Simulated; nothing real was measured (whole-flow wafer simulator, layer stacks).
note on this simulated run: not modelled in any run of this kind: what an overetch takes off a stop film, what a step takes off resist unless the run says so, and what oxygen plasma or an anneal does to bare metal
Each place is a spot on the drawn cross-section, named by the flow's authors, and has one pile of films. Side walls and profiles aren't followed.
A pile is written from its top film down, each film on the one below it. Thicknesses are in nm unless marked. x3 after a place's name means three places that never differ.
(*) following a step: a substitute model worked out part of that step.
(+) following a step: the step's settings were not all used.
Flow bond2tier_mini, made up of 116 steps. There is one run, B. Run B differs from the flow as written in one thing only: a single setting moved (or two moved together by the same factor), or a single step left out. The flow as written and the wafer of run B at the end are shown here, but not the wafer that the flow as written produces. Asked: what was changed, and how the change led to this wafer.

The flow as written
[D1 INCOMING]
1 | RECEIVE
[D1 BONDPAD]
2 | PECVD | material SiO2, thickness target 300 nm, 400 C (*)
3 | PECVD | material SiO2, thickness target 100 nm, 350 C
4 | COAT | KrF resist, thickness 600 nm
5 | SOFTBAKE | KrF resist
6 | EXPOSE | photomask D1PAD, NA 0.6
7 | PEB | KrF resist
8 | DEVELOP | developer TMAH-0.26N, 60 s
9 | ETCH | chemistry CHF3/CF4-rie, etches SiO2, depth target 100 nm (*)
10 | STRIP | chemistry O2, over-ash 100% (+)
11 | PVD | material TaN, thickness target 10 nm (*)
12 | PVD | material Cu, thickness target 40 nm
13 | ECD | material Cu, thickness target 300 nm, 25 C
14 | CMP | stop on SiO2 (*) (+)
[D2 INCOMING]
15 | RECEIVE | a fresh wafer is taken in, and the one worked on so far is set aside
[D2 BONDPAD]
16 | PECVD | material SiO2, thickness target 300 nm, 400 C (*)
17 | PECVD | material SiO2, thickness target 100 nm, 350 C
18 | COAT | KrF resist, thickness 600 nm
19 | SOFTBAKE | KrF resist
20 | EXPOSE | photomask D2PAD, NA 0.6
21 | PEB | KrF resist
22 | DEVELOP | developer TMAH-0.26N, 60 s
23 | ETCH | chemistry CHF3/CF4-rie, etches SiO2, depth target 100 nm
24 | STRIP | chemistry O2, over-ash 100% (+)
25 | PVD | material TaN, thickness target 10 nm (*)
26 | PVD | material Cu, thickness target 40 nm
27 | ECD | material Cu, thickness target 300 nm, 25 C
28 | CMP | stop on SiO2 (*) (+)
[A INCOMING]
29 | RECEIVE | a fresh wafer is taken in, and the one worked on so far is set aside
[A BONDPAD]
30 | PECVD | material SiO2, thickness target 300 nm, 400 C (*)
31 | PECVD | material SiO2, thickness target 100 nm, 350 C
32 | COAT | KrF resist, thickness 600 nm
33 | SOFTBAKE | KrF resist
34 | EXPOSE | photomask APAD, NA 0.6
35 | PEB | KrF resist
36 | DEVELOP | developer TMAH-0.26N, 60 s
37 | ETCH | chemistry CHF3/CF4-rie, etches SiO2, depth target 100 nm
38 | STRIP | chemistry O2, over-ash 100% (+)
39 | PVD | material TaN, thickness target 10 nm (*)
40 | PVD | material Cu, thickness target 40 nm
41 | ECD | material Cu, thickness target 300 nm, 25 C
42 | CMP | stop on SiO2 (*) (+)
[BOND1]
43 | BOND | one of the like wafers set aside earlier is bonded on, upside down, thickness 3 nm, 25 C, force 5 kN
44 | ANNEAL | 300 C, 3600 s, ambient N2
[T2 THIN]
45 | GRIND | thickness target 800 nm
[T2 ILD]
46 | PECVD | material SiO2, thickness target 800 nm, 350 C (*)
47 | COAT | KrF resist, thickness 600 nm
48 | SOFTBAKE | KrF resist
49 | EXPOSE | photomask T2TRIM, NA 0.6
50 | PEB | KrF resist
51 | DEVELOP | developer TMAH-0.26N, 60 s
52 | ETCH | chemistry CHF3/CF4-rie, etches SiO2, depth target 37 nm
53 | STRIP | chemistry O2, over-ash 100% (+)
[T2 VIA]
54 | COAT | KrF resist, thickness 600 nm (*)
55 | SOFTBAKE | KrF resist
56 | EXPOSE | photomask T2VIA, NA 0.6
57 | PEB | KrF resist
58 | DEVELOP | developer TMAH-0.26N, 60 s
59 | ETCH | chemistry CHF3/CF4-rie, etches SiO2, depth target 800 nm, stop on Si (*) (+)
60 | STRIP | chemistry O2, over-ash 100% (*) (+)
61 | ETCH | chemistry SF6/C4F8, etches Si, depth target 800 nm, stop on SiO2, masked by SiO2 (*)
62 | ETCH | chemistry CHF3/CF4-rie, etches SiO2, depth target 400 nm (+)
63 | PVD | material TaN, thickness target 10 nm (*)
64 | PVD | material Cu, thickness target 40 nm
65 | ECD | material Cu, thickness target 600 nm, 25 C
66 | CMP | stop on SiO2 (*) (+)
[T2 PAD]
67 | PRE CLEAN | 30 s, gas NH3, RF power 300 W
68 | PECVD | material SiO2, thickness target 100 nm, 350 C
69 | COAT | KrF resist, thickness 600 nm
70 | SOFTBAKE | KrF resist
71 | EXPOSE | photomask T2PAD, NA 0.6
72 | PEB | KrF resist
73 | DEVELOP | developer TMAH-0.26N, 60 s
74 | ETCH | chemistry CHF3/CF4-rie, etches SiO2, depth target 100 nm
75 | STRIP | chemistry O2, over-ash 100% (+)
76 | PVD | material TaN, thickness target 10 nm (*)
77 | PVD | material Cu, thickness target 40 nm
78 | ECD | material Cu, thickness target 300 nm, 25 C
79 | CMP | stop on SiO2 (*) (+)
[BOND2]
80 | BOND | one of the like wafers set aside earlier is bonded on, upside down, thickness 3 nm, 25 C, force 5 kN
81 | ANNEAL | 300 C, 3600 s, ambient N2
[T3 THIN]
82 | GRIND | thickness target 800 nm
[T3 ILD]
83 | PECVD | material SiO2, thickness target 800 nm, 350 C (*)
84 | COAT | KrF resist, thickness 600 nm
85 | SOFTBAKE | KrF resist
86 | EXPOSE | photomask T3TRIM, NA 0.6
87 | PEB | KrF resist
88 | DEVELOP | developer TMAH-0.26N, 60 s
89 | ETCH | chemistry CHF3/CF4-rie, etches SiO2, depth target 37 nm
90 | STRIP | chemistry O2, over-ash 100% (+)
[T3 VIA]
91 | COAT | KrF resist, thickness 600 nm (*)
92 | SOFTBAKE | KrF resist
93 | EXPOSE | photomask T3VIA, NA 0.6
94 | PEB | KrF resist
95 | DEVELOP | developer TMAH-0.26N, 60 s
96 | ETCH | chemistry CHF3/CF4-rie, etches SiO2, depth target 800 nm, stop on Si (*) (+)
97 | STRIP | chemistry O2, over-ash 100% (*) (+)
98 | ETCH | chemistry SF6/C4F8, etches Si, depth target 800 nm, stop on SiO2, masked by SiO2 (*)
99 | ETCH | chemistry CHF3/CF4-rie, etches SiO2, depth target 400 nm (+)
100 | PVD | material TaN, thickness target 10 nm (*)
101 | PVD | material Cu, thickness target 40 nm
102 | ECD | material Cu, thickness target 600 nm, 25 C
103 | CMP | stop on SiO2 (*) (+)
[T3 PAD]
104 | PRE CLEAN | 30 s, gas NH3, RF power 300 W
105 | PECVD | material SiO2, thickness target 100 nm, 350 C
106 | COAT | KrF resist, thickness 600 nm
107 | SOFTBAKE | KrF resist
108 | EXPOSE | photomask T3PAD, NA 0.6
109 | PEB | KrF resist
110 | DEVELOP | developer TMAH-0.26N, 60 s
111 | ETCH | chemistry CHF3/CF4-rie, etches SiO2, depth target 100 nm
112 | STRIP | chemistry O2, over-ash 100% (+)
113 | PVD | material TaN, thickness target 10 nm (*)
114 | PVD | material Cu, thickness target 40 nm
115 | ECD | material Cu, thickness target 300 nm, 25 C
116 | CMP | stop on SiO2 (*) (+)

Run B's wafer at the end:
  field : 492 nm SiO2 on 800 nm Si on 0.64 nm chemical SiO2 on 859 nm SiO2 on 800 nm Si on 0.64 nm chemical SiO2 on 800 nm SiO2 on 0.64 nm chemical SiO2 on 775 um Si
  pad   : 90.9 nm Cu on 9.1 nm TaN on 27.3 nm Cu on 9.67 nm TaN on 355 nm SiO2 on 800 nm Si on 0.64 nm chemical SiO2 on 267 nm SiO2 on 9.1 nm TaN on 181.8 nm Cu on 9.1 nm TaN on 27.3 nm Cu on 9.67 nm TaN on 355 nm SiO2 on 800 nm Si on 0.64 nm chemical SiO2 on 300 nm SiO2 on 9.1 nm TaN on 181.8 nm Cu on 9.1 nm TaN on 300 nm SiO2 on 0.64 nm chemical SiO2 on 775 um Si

What caused this: step 17, PECVD: thickness target 67 nm was run, whereas the flow has thickness target 100 nm.

Step by step, how the change led to this:
  17 | PECVD | material SiO2, thickness target 100 nm, 350 C
      field, pad, via: SiO2 gains 67 (in the flow as written it would be: SiO2 gains 100)
  80 | BOND | one of the like wafers set aside earlier is bonded on, upside down, thickness 3 nm, 25 C, force 5 kN
      field: Si gains 775 um (new film), chemical SiO2 gains 0.64 (new film), SiO2 gains 367 (in the flow as written it would be: Si gains 775 um (new film), chemical SiO2 gains 0.64 (new film), SiO2 gains 400)
      pad: Si gains 775 um (new film), chemical SiO2 gains 0.64 (new film), SiO2 gains 267 (new film), TaN gains 9.1 (new film), Cu gains 90.9 (in the flow as written it would be: Si gains 775 um (new film), chemical SiO2 gains 0.64 (new film), SiO2 gains 300 (new film), TaN gains 9.1 (new film), Cu gains 90.9)
